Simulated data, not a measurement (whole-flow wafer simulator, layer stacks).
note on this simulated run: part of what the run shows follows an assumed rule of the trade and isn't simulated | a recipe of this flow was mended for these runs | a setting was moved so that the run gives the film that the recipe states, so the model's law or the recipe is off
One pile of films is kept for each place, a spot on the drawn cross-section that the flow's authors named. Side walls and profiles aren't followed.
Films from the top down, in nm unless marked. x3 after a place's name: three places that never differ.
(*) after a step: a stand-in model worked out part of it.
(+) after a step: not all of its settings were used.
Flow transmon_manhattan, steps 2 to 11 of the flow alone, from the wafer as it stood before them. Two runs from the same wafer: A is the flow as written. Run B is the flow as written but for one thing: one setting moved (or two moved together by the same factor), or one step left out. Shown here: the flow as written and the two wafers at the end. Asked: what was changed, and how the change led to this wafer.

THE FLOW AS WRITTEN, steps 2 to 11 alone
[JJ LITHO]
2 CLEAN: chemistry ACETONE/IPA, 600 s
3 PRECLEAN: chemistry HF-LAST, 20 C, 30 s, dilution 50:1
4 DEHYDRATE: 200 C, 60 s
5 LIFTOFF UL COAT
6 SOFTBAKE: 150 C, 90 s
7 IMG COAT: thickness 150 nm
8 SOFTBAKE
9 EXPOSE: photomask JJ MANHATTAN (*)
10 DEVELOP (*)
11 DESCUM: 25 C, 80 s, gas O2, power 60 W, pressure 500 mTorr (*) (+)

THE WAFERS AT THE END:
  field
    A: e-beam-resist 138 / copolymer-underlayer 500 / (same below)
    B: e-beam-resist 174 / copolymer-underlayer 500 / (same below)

The cause: step 7, IMG COAT: thickness 186 nm was run, where the flow has thickness 150 nm.

How the change led to this, step by step:
  7 IMG COAT: thickness 150 nm
      field, chan_a x2: A e-beam-resist +150 (new film) | B e-beam-resist +186 (new film)
  10 DEVELOP (*)
      chan_a x2: A e-beam-resist -150 (all of it), copolymer-underlayer -500 (all of it) | B e-beam-resist -186 (all of it), copolymer-underlayer -500 (all of it)
